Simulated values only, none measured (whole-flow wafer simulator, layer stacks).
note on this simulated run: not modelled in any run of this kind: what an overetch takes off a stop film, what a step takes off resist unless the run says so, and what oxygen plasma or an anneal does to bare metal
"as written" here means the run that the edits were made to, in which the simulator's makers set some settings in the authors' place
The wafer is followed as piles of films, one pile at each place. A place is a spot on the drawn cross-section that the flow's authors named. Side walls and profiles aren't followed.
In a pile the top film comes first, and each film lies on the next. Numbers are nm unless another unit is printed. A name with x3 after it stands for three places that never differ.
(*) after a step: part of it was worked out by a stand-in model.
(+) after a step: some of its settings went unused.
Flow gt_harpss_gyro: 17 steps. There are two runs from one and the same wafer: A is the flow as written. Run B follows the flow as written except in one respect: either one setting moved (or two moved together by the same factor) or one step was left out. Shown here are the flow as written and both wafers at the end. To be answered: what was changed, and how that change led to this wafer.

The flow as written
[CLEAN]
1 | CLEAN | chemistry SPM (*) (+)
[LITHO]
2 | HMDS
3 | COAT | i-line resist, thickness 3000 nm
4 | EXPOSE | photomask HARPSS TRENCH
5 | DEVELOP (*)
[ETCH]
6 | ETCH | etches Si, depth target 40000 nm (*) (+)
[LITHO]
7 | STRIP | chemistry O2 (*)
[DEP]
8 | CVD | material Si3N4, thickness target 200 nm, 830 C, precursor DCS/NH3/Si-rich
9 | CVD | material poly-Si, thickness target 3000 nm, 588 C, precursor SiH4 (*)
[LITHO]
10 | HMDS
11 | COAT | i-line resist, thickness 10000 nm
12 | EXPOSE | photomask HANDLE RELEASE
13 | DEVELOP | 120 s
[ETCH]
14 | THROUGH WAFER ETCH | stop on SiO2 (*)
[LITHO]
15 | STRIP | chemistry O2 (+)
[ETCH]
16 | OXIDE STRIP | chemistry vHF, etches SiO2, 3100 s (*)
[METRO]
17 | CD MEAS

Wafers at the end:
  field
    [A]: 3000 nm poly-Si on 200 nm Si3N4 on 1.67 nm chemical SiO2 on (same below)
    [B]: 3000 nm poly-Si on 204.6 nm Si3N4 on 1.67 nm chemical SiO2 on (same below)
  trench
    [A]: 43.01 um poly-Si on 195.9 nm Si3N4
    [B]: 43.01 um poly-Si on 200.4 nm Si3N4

Cause: step 8, CVD: thickness target 204.6 nm was run, while the flow as written has thickness target 200 nm.
One can read it off the wafer: field has Si3N4 204.6, and step 8 as written asks for 200 nm.

The path from the change to this, step by step:
  8 | CVD | material Si3N4, thickness target 200 nm, 830 C, precursor DCS/NH3/Si-rich
      field: A +200 Si3N4 (new film) | B +204.6 Si3N4 (new film)
      trench: A +195.9 Si3N4 (new film) | B +200.4 Si3N4 (new film)
